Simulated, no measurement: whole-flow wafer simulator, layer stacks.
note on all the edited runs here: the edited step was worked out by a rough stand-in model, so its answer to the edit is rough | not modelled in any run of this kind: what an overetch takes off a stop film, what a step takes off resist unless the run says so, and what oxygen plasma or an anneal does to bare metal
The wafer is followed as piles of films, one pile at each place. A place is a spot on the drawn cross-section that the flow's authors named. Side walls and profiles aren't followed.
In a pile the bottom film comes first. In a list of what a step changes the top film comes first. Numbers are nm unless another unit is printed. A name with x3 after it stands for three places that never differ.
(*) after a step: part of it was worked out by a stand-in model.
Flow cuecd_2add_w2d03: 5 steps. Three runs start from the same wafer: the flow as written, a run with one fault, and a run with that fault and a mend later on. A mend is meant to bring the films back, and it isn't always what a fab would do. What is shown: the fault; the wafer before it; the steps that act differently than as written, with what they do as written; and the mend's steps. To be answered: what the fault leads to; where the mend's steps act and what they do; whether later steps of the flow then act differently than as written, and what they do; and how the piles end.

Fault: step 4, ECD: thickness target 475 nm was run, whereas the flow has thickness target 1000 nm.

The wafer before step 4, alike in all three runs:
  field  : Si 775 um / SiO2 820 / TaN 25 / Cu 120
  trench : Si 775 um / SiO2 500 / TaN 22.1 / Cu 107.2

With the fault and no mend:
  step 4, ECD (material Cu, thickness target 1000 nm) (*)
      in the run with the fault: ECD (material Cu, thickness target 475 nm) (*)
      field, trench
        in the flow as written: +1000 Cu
        in the run with the fault: +475 Cu
  Later steps of the flow that are run all act as written at every place that is followed.
  By the end, the piles at field, trench depart from the flow's by more than 2% or 0.5 nm, whichever is larger.
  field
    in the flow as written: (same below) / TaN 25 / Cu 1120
    in the run with the fault: (same below) / TaN 25 / Cu 595
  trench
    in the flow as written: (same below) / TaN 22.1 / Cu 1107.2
    in the run with the fault: (same below) / TaN 22.1 / Cu 582.2

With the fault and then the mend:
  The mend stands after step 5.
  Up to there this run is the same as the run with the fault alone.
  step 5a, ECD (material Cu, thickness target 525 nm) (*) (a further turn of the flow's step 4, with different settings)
      field, trench
        +525 Cu
  Later steps of the flow that are run all act as written at every place that is followed.
  By the end, the piles equal the flow's at every place that both follow.
